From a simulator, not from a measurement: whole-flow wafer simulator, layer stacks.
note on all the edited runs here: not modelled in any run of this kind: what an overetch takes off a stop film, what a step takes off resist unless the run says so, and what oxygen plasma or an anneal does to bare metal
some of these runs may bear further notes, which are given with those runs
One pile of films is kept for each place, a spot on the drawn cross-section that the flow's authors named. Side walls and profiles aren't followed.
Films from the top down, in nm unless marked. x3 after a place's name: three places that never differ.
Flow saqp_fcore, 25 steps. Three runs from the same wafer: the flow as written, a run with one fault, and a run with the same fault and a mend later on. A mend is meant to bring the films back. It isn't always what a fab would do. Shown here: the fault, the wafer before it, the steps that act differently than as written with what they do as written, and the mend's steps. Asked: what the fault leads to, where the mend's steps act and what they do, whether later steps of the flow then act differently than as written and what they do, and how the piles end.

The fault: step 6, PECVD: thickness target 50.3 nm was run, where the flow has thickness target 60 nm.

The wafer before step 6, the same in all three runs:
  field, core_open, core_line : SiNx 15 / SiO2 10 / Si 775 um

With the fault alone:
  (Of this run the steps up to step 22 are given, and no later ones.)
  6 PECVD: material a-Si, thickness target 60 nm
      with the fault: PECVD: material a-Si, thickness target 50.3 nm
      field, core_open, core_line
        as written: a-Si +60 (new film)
        with the fault: a-Si +50.3 (new film)
  No later step of the flow up to step 22 acts differently than as written at any place that is followed.
  After step 22 the piles differ from the flow's by more than 2% or 0.5 nm, whichever is larger, at field, core_open, core_line.
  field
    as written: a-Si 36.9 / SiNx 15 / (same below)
    with the fault: a-Si 27.2 / SiNx 15 / (same below)
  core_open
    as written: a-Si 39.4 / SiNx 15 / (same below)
    with the fault: a-Si 29.7 / SiNx 15 / (same below)
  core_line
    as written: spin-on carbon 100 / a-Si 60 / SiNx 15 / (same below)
    with the fault: spin-on carbon 100 / a-Si 50.3 / SiNx 15 / (same below)

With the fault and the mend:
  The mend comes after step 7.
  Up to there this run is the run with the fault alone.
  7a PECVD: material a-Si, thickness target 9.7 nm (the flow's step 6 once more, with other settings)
      field, core_open, core_line
        a-Si +9.7
  No later step of the flow acts differently than as written at any place that is followed.
  At the end the piles are the same as the flow's at every place that both follow.
